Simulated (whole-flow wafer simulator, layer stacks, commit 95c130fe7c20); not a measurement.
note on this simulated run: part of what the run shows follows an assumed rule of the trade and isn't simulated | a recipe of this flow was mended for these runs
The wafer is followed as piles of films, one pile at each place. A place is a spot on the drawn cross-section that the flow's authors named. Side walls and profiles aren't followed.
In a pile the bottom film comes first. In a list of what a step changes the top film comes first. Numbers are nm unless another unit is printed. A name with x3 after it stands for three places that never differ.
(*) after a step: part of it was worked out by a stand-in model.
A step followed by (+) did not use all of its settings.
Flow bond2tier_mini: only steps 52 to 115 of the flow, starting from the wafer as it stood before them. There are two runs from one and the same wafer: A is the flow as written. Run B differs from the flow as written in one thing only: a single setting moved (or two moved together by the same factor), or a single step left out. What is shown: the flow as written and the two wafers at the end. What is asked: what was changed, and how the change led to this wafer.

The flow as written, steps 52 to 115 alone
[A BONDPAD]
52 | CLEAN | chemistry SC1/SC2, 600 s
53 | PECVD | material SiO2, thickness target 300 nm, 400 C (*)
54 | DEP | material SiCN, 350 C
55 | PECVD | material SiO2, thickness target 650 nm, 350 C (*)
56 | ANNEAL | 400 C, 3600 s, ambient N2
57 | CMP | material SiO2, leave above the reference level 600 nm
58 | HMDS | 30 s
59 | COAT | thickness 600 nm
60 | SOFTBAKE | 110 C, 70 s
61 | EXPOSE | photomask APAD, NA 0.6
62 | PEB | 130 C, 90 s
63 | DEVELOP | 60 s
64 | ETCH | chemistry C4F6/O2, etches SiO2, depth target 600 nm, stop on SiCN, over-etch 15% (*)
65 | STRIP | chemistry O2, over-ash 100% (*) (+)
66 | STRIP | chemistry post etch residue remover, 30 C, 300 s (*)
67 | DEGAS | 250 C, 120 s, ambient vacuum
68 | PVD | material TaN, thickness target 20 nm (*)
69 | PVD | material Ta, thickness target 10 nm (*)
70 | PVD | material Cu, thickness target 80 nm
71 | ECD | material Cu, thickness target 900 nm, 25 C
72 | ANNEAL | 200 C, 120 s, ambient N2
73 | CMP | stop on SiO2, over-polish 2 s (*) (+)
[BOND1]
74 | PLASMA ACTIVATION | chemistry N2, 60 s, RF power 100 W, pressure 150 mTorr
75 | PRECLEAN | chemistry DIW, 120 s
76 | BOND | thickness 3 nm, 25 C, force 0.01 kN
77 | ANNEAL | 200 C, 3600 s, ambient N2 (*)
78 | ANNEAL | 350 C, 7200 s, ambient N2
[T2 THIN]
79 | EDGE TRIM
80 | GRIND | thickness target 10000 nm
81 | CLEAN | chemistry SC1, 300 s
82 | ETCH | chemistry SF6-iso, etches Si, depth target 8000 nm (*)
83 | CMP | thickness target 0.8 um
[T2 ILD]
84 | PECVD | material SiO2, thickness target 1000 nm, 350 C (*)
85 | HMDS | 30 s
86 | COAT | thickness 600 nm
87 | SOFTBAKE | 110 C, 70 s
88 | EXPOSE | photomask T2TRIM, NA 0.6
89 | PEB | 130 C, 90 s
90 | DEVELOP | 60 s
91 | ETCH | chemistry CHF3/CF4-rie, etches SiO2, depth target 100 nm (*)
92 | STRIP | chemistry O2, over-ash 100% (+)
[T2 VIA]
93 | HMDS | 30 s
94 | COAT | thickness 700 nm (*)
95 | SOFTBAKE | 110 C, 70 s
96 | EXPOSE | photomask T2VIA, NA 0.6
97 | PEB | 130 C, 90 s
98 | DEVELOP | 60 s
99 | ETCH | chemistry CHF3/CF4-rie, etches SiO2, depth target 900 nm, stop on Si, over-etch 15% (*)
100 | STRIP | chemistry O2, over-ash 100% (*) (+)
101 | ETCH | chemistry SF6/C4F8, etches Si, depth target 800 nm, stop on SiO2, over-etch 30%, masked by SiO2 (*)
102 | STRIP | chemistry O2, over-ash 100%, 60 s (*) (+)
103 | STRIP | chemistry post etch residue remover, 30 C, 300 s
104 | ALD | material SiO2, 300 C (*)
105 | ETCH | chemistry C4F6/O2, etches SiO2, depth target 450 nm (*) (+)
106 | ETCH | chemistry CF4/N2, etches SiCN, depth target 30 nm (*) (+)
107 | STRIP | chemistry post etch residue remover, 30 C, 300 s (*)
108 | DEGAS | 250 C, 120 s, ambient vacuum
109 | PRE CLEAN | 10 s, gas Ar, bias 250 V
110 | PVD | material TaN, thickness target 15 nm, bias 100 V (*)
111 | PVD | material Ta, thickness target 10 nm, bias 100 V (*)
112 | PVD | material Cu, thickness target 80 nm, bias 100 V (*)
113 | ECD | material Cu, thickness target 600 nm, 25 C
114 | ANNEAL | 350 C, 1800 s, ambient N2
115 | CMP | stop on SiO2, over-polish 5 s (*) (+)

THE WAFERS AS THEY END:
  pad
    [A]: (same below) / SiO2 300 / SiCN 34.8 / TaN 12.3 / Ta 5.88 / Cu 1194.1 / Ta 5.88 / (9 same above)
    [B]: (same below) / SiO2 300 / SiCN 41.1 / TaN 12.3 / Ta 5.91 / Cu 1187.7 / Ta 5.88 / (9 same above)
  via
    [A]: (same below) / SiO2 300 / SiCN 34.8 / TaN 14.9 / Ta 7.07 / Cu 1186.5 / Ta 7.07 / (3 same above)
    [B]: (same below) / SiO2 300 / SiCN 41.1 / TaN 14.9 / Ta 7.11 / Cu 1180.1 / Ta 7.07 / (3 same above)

Cause: step 64, ETCH: over-etch 8.81% was run, though the flow has over-etch 15%.

How this came from the change, step by step:
  64 | ETCH | chemistry C4F6/O2, etches SiO2, depth target 600 nm, stop on SiCN, over-etch 15% (*)
      pad, via: A -600 SiO2 (all of it), -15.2 SiCN | B -600 SiO2 (all of it), -8.91 SiCN
      field: A -115 thick-KrF-resist | B -108.8 thick-KrF-resist
